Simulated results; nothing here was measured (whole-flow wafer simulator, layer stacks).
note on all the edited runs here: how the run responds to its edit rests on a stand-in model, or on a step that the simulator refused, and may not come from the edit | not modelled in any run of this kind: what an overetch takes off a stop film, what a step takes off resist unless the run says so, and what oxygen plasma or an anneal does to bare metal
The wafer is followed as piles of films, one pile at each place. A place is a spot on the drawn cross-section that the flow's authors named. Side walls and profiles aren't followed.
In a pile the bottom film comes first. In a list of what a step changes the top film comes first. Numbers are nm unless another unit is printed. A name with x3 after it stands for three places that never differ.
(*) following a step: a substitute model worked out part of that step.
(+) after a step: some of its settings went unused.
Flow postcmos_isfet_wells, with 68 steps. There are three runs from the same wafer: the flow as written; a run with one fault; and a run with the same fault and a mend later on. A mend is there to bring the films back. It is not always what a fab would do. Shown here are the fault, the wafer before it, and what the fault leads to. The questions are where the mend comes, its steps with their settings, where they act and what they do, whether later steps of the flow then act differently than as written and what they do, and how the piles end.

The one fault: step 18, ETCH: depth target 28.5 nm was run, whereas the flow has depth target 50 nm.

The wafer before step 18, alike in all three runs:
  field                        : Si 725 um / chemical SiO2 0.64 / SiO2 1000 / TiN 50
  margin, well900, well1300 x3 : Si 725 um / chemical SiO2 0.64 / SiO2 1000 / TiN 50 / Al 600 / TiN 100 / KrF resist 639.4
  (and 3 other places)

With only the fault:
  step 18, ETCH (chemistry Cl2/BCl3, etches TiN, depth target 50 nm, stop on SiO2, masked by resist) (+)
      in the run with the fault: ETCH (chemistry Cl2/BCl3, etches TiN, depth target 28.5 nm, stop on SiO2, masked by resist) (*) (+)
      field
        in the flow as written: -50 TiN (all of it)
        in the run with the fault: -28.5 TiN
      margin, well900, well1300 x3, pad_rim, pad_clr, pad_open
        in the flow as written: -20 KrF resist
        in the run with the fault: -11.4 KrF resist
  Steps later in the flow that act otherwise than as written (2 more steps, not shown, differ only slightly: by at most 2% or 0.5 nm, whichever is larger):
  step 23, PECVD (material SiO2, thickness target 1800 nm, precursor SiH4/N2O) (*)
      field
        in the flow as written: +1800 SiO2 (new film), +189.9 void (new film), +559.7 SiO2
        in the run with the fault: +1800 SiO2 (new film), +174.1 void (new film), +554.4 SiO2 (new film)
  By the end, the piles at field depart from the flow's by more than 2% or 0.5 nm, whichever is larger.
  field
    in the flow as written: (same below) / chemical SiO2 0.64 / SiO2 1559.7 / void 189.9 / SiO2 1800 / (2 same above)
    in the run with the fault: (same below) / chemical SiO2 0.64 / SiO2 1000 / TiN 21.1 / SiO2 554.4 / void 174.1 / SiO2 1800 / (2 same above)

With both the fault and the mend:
  After step 18 comes the mend.
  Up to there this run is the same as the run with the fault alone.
  step 18a, ETCH (chemistry Cl2/BCl3, etches TiN, depth target 21.5 nm, stop on SiO2, masked by resist) (the flow's step 18 again, with other settings)
      margin, well900, well1300 x3, pad_rim, pad_clr, pad_open
        -8.6 KrF resist
      field
        -21.5 TiN (all of it)
  Every later step of the flow that is run acts as written at every place that is followed.
  By the end, the piles equal the flow's at every place that both follow.
